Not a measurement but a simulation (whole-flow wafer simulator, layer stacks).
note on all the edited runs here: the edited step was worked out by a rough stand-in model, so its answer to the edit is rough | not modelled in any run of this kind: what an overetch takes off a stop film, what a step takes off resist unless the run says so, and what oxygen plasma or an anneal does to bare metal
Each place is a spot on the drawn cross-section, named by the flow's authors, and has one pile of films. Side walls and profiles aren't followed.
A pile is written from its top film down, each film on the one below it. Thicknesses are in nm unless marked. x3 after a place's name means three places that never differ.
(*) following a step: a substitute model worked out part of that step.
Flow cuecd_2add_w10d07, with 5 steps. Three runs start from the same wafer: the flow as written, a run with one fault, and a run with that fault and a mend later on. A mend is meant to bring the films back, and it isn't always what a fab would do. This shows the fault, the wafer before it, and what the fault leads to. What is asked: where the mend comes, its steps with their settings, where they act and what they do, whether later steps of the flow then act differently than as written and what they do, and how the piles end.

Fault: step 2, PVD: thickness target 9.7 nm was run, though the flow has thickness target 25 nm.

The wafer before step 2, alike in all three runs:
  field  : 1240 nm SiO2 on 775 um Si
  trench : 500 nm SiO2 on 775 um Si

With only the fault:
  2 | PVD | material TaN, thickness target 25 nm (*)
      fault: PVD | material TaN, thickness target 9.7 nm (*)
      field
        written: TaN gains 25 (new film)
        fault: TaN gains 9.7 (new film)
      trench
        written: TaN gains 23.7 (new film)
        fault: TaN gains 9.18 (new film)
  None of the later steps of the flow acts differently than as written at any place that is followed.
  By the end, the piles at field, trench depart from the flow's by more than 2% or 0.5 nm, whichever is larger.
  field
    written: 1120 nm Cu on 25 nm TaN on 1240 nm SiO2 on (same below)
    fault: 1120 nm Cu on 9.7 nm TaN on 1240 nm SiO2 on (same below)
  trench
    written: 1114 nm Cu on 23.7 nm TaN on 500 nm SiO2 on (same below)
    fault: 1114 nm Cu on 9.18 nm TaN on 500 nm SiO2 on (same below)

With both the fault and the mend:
  After step 2 comes the mend.
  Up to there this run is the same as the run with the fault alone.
  2a | PVD | material TaN, thickness target 15.3 nm (*) (a further turn of the flow's step 2, with different settings)
      field
        TaN gains 15.3
      trench
        TaN gains 14.5
  None of the later steps of the flow acts differently than as written at any place that is followed.
  By the end, the piles equal the flow's at every place that both follow.
